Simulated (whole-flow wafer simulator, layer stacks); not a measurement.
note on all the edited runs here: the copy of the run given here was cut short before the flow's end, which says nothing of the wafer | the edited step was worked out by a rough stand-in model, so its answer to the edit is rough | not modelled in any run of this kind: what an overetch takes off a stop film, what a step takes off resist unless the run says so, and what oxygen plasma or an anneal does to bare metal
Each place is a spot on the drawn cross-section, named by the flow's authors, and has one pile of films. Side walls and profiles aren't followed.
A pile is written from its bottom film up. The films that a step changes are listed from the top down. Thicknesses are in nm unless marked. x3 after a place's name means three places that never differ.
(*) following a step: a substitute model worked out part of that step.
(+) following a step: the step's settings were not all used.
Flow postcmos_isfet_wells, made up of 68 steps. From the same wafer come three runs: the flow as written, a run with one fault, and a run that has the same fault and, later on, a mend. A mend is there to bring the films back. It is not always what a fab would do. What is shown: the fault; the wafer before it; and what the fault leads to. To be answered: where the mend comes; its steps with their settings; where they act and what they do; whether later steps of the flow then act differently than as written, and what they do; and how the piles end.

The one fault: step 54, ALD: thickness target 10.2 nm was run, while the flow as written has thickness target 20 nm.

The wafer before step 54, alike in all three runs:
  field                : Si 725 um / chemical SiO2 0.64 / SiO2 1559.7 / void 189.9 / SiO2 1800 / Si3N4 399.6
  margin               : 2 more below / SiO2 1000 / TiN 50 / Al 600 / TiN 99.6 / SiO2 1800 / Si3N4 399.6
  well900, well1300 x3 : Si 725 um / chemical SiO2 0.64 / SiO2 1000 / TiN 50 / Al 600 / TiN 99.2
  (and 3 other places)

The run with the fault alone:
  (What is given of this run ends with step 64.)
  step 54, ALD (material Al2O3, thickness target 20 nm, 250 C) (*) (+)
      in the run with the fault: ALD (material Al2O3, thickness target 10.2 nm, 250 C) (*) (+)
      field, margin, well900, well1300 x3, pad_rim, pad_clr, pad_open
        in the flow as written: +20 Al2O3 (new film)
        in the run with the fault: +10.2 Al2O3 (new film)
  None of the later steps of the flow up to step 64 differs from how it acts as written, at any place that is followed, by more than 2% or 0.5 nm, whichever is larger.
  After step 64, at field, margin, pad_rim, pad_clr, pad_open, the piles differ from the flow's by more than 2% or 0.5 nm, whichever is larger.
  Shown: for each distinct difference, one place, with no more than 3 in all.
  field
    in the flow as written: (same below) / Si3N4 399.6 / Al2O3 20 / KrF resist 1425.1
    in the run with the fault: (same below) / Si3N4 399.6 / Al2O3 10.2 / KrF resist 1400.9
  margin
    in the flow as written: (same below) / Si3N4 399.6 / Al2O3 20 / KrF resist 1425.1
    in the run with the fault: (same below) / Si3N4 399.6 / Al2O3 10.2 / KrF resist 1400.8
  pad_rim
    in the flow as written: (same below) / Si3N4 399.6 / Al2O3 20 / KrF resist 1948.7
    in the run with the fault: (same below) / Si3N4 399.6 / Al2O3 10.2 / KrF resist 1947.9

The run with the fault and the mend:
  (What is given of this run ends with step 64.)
  After step 54 comes the mend.
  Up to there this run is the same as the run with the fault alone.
  step 54a, ALD (material Al2O3, thickness target 9.8 nm, 250 C) (*) (+) (a further turn of the flow's step 54, with different settings)
      field, margin, well900, well1300 x3, pad_rim, pad_clr, pad_open
        +9.8 Al2O3
  None of the later steps of the flow up to step 64 acts differently than as written at any place that is followed.
  The piles after step 64 are the same as the flow's at every place that both follow.
